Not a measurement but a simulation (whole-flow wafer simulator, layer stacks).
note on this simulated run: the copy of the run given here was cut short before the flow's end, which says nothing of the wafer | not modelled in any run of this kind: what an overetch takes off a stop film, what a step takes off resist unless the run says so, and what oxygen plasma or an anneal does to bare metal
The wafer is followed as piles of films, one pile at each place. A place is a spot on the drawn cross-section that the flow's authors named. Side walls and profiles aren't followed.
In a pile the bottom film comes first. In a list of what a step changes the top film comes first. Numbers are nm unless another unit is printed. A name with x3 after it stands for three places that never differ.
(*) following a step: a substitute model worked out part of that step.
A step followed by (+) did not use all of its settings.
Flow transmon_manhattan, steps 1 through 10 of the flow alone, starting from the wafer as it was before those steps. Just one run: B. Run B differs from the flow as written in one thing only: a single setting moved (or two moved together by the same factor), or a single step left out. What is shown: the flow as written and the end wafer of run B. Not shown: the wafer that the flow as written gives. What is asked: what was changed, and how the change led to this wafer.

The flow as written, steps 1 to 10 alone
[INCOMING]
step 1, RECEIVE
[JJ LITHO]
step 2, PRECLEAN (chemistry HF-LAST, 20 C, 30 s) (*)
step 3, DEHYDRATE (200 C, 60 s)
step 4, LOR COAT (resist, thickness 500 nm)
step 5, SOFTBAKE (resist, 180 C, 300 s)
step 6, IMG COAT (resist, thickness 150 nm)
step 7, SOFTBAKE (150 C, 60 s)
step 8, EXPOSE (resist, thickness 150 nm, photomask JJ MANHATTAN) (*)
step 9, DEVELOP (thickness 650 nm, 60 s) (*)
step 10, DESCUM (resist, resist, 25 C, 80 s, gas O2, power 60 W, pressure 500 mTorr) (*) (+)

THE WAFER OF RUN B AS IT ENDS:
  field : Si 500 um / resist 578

What caused this: step 6, IMG COAT: thickness 90 nm was run, while the flow as written has thickness 150 nm.

The path from the change to this, step by step:
  step 6, IMG COAT (resist, thickness 150 nm)
      field, chan_a x2: resist gains 90 (in the flow as written it would be: resist gains 150)
  step 9, DEVELOP (thickness 650 nm, 60 s) (*)
      chan_a x2: resist loses 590 (all of it) (in the flow as written it would be: resist loses 650 (all of it))
